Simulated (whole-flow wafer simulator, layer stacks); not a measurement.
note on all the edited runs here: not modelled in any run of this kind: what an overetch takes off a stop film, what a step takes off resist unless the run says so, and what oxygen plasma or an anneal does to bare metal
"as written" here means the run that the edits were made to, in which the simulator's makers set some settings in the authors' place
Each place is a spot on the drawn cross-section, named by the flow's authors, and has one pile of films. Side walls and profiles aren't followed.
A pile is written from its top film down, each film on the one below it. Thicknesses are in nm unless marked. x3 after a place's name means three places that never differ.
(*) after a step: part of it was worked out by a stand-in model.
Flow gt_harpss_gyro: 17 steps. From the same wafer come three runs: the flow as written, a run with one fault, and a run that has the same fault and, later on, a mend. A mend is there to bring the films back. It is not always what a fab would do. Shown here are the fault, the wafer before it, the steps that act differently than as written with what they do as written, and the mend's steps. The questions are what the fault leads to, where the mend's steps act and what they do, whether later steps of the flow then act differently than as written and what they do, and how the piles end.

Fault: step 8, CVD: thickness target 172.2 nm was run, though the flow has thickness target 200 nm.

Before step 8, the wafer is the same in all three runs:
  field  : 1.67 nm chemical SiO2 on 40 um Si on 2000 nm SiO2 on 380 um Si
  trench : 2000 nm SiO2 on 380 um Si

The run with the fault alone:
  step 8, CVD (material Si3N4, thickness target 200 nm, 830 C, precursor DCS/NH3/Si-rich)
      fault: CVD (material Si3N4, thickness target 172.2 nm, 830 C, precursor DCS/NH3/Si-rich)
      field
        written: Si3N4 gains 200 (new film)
        fault: Si3N4 gains 172.2 (new film)
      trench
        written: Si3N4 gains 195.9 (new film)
        fault: Si3N4 gains 168.8 (new film)
  Steps further on in the flow that do not act as written:
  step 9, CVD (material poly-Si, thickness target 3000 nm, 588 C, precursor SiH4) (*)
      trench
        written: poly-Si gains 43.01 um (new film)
        fault: poly-Si gains 43 um (new film)
  The piles end different from the flow's at field, trench by more than 2% or 0.5 nm, whichever is larger.
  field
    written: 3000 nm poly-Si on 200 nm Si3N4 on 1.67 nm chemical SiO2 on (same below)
    fault: 3000 nm poly-Si on 172.2 nm Si3N4 on 1.67 nm chemical SiO2 on (same below)
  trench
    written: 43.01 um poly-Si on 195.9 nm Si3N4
    fault: 43 um poly-Si on 168.8 nm Si3N4

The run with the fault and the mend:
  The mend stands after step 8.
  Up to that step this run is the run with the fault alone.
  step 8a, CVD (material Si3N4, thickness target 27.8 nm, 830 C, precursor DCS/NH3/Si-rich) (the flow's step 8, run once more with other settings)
      field
        Si3N4 gains 27.8
      trench
        Si3N4 gains 27.1
  Every later step of the flow that is run acts as written at every place that is followed.
  The piles end only slightly different from the flow's at the places that both follow, by no more than 2% or 0.5 nm, whichever is larger.
